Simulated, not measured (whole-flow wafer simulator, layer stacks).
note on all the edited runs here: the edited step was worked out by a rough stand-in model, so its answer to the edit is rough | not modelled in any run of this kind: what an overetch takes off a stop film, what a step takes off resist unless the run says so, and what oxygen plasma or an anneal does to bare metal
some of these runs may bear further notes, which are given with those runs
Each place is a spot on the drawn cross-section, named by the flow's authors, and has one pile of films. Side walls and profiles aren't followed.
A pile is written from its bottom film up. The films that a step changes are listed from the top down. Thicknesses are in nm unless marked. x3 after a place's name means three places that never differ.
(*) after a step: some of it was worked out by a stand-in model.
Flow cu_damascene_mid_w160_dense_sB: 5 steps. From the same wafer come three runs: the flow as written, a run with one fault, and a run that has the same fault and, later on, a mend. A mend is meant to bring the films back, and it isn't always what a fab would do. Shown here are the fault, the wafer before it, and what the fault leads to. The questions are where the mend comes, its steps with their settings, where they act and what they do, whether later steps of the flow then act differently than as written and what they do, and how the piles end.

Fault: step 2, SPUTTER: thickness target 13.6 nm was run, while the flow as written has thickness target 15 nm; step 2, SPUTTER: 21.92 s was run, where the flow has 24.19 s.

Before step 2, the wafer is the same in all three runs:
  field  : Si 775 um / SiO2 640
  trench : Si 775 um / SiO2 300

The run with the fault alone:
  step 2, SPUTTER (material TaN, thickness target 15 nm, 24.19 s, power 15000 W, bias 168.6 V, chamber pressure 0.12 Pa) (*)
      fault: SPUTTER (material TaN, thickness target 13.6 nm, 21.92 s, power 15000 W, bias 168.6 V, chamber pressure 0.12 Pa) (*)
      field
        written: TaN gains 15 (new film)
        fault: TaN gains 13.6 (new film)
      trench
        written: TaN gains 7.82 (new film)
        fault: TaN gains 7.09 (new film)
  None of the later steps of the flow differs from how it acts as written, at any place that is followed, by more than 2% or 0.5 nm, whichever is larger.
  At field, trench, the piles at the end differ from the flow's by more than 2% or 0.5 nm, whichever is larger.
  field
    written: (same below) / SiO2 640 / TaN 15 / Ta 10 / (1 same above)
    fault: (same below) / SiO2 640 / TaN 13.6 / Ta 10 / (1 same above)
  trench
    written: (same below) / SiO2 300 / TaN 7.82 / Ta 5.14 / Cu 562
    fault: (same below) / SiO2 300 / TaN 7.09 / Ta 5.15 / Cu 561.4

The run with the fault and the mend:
  After step 2 comes the mend.
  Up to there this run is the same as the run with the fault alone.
  step 2a, SPUTTER (material TaN, thickness target 1.41 nm, 2.274 s, power 15000 W, bias 168.6 V, chamber pressure 0.12 Pa) (*) (a further turn of the flow's step 2, with different settings)
      field
        TaN gains 1.41
      trench
        TaN gains 0.71
  None of the later steps of the flow differs from how it acts as written, at any place that is followed, by more than 2% or 0.5 nm, whichever is larger.
  The piles end only slightly different from the flow's at the places that both follow, by no more than 2% or 0.5 nm, whichever is larger.
